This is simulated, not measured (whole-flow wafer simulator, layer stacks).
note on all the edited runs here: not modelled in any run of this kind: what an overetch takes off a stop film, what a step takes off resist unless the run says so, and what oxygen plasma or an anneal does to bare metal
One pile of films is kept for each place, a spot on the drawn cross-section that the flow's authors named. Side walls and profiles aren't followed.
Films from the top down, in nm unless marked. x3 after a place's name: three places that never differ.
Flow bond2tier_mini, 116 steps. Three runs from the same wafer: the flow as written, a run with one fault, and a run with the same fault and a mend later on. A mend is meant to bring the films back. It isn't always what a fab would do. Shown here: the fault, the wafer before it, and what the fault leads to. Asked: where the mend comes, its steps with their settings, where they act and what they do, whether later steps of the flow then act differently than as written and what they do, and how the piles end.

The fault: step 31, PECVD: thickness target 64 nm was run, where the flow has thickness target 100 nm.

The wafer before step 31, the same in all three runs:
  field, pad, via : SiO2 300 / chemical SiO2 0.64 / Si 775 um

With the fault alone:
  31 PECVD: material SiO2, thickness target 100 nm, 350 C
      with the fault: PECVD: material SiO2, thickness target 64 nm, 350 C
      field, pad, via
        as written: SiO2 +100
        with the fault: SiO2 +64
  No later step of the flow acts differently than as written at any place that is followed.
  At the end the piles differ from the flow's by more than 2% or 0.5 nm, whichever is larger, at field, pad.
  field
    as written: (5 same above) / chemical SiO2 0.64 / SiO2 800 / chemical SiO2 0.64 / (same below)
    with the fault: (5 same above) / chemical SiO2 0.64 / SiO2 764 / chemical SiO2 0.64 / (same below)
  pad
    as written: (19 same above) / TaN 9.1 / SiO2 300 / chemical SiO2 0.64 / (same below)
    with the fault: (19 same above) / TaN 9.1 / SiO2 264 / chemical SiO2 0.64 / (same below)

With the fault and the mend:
  The mend comes after step 31.
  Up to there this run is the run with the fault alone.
  31a PECVD: material SiO2, thickness target 36 nm, 350 C (the flow's step 31 once more, with other settings)
      field, pad, via
        SiO2 +36
  No later step of the flow acts differently than as written at any place that is followed.
  At the end the piles are the same as the flow's at every place that both follow.
